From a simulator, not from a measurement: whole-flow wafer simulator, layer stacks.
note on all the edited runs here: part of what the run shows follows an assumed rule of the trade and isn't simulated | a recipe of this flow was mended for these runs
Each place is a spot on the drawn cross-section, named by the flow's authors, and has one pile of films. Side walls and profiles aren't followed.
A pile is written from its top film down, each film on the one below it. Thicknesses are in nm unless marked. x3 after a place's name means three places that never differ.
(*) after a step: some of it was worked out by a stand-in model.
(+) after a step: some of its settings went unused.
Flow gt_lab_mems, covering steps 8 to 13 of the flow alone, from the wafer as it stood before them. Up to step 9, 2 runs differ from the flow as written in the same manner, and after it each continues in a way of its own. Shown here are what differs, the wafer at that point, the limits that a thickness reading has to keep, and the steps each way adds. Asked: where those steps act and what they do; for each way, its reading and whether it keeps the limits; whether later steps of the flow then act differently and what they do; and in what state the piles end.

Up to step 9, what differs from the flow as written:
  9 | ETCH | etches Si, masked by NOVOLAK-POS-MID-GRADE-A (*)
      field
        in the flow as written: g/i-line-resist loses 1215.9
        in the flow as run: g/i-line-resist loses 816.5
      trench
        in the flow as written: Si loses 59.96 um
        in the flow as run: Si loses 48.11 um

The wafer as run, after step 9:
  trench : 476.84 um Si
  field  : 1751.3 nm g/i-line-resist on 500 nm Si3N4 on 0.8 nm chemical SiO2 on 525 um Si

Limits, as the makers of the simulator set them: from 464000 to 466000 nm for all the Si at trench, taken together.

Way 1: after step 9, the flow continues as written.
  Reading after step 9: 476844.2 nm, not within the limits.
  Steps later in the flow that act otherwise than as written:
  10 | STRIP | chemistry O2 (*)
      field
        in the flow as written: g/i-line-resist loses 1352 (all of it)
        going this way: g/i-line-resist loses 1751.3 (all of it)
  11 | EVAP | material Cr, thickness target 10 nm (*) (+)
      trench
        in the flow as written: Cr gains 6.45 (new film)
        going this way: Cr gains 7.12 (new film)
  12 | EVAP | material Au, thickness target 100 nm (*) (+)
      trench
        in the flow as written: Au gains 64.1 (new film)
        going this way: Au gains 70.8 (new film)
  At trench, the piles at the end differ from the flow's by more than 2% or 0.5 nm, whichever is larger.
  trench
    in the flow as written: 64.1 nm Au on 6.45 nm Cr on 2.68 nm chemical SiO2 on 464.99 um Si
    going this way: 70.8 nm Au on 7.12 nm Cr on 2.69 nm chemical SiO2 on 476.84 um Si

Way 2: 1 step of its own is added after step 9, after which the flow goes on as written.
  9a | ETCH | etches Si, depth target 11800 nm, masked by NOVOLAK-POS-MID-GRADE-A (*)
      field
        g/i-line-resist loses 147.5
      trench
        Si loses 11.8 um
  Reading after step 9a: 465044.2 nm, inside the limits.
  Steps later in the flow that act otherwise than as written (not shown: 1 more step that differs only slightly, by at most 2% or 0.5 nm, whichever is larger):
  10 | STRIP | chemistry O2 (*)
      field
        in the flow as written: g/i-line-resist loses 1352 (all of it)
        going this way: g/i-line-resist loses 1603.8 (all of it)
  The piles end only slightly different from the flow's at the places that both follow, by no more than 2% or 0.5 nm, whichever is larger.

Inside the limits: way 2. Outside the limits: way 1.
